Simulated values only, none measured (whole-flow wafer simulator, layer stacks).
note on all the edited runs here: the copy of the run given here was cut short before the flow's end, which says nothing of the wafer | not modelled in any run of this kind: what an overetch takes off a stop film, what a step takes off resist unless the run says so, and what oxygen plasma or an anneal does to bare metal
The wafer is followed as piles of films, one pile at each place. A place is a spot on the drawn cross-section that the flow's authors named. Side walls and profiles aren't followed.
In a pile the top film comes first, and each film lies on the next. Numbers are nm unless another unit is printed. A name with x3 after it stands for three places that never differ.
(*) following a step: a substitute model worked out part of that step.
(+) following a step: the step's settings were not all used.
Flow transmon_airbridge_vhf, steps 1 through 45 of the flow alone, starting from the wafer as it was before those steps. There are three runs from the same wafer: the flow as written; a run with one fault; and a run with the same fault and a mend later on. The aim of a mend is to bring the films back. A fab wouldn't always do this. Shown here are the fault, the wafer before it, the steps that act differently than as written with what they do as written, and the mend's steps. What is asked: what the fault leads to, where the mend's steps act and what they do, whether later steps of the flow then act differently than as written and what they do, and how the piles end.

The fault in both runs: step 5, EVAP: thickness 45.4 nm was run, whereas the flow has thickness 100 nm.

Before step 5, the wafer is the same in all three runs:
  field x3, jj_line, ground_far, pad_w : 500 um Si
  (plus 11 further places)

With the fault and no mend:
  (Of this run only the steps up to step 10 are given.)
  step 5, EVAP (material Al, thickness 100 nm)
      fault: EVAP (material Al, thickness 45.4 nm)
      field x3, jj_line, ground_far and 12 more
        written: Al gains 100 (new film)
        fault: Al gains 45.4 (new film)
  None of the later steps of the flow up to step 10 acts differently than as written at any place that is followed.
  The piles after step 10 differ from the flow's at field x3, jj_line, ground_far and 12 more by more than 2% or 0.5 nm, whichever is larger.
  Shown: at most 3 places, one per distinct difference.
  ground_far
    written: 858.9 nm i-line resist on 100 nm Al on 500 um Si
    fault: 858.9 nm i-line resist on 45.4 nm Al on 500 um Si
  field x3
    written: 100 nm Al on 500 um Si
    fault: 45.4 nm Al on 500 um Si

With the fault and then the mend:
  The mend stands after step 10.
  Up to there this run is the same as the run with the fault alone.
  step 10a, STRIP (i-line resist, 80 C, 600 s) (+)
      ground_far, pad_w, flank_w and 8 more
        i-line resist loses 858.9 (all of it)
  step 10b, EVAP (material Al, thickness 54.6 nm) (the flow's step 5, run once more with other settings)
      field x3, jj_line, ground_far and 12 more
        Al gains 54.6
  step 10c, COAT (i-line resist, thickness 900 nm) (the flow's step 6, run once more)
      field x3, jj_line, ground_far and 12 more
        i-line resist gains 900 (new film)
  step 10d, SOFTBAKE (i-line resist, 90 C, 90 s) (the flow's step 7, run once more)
      alters no film at any place that is followed
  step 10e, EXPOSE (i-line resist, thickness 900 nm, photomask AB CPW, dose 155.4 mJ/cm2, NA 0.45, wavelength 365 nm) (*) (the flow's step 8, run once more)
      alters no film at any place that is followed
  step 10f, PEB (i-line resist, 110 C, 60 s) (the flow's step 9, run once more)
      field x3, jj_line, ground_far and 12 more
        i-line resist loses 41
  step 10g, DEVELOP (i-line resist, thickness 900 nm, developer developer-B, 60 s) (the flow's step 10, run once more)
      ground_far, pad_w, flank_w and 8 more
        i-line resist loses 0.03
      field x3, jj_line, gap_w, gap_e
        i-line resist loses 859 (all of it)
  None of the later steps of the flow acts differently than as written at any place that is followed.
  At every place that both follow, the piles at the end match the flow's.
